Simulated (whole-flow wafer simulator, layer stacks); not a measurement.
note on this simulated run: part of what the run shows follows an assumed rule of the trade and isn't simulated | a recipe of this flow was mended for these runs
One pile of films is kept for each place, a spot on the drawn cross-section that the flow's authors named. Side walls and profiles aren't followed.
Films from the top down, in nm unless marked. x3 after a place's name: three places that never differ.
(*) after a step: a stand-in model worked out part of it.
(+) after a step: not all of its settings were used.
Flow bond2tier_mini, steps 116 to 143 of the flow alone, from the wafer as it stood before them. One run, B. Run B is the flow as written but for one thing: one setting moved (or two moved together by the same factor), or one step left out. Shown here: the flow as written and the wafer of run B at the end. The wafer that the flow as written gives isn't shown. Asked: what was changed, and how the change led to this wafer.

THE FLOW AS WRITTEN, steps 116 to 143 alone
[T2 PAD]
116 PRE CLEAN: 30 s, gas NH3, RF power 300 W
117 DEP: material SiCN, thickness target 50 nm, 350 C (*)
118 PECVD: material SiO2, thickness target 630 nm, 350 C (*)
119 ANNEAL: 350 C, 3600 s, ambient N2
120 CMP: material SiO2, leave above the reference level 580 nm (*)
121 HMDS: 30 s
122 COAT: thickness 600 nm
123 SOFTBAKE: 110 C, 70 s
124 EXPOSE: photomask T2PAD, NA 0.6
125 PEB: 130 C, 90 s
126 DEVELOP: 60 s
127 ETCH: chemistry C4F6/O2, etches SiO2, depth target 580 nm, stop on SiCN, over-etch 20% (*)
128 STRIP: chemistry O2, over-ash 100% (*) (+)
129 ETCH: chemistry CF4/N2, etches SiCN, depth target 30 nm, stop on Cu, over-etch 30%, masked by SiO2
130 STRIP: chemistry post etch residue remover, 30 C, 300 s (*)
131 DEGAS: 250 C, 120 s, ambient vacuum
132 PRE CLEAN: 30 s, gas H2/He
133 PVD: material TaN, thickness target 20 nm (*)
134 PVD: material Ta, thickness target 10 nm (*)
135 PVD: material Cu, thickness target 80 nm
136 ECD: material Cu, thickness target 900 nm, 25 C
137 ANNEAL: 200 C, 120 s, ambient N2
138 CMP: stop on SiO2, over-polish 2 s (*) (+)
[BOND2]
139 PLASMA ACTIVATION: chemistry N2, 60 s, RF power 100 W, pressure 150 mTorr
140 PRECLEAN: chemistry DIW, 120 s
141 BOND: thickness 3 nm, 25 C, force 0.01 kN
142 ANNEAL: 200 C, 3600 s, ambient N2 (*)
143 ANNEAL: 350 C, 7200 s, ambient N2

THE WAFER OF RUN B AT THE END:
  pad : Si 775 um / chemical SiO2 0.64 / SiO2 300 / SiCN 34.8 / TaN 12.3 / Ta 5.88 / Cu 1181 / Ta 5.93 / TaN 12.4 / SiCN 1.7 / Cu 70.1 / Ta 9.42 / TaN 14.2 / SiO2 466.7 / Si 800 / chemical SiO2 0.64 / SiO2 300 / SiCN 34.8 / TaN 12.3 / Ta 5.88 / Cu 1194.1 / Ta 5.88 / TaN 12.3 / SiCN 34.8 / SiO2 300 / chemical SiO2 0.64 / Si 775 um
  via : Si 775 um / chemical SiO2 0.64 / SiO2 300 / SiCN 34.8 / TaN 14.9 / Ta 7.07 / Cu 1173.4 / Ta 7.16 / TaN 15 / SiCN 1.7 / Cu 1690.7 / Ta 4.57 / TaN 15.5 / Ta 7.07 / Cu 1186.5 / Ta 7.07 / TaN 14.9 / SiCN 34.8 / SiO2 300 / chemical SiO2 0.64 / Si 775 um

The cause: step 127, ETCH: depth target 529.3 nm was run, where the flow has depth target 580 nm.

How the change led to this, step by step:
  127 ETCH: chemistry C4F6/O2, etches SiO2, depth target 580 nm, stop on SiCN, over-etch 20% (*)
      pad, via: SiO2 -580 (all of it), SiCN -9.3 (as written it would be: SiO2 -580 (all of it), SiCN -19.6)
      field: thick-KrF-resist -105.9 (as written it would be: thick-KrF-resist -116)
  128 STRIP: chemistry O2, over-ash 100% (*) (+)
      field: thick-KrF-resist -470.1 (all of it) (as written it would be: thick-KrF-resist -459.9 (all of it))
  129 ETCH: chemistry CF4/N2, etches SiCN, depth target 30 nm, stop on Cu, over-etch 30%, masked by SiO2
      pad, via: SiCN -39 (as written it would be: SiCN -30.4 (all of it), Cu -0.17)
  130 STRIP: chemistry post etch residue remover, 30 C, 300 s (*)
      pad, via: nothing (as written it would be: Cu -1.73)
Counting metal films that touch as one body, pad has 3 bodies (between them, from the top down: SiCN 1.7; SiO2 466.7 / Si 800 / chemical SiO2 0.64 / SiO2 300 / SiCN 34.8); the flow as written gives 2 bodies (between them, from the top down: SiO2 466.7 / Si 800 / chemical SiO2 0.64 / SiO2 300 / SiCN 34.8).
Counting metal films that touch as one body, via has 2 bodies (between them, from the top down: SiCN 1.7); the flow as written gives 1 body.
